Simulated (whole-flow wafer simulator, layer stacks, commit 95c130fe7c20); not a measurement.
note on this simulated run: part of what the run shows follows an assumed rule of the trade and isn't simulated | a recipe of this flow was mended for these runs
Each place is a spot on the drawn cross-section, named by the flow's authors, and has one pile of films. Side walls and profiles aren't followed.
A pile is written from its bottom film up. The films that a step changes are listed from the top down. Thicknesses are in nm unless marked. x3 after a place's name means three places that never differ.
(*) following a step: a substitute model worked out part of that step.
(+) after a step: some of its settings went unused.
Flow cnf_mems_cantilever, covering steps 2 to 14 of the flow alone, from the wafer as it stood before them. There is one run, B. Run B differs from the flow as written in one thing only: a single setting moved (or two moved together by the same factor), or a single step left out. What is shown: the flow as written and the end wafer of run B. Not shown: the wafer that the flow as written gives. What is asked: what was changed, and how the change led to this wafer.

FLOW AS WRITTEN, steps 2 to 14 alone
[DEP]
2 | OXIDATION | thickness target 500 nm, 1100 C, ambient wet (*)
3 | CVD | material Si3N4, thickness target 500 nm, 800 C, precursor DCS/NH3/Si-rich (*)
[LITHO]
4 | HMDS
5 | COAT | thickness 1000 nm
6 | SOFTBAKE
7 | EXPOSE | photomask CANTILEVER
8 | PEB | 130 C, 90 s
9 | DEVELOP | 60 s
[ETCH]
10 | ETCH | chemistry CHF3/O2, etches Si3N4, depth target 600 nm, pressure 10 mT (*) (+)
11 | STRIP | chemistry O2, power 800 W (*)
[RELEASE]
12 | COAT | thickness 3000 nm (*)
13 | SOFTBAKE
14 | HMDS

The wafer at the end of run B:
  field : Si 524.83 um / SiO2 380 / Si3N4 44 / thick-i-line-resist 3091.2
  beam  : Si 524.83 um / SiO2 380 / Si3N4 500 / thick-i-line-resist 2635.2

The reason: step 2, OXIDATION: thickness target 380 nm was run, though the flow has thickness target 500 nm; step 10, ETCH: depth target 456 nm was run, where the flow has depth target 600 nm.
One can read it off the wafer: beam has SiO2 380, and step 2 as written asks for 500 nm.

The path from the change to this, step by step:
  2 | OXIDATION | thickness target 500 nm, 1100 C, ambient wet (*)
      field, beam: +380 SiO2 (new film), -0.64 chemical SiO2 (all of it), -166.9 Si (as written it would have been: +500 SiO2 (new film), -0.64 chemical SiO2 (all of it), -219.7 Si)
  10 | ETCH | chemistry CHF3/O2, etches Si3N4, depth target 600 nm, pressure 10 mT (*) (+)
      field: -456 Si3N4 (as written it would have been: -500 Si3N4 (all of it), -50 SiO2)
      beam: -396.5 KrF-resist (as written it would have been: -521.7 KrF-resist)
  11 | STRIP | chemistry O2, power 800 W (*)
      beam: -586.1 KrF-resist (all of it) (as written it would have been: -460.9 KrF-resist (all of it))
  12 | COAT | thickness 3000 nm (*)
      beam: +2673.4 thick-i-line-resist (new film) (as written it would have been: +2607.6 thick-i-line-resist (new film))
  13 | SOFTBAKE
      field: +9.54 thick-i-line-resist (as written it would have been: +11.9 thick-i-line-resist)
      beam: -38.2 thick-i-line-resist (as written it would have been: -47.6 thick-i-line-resist)
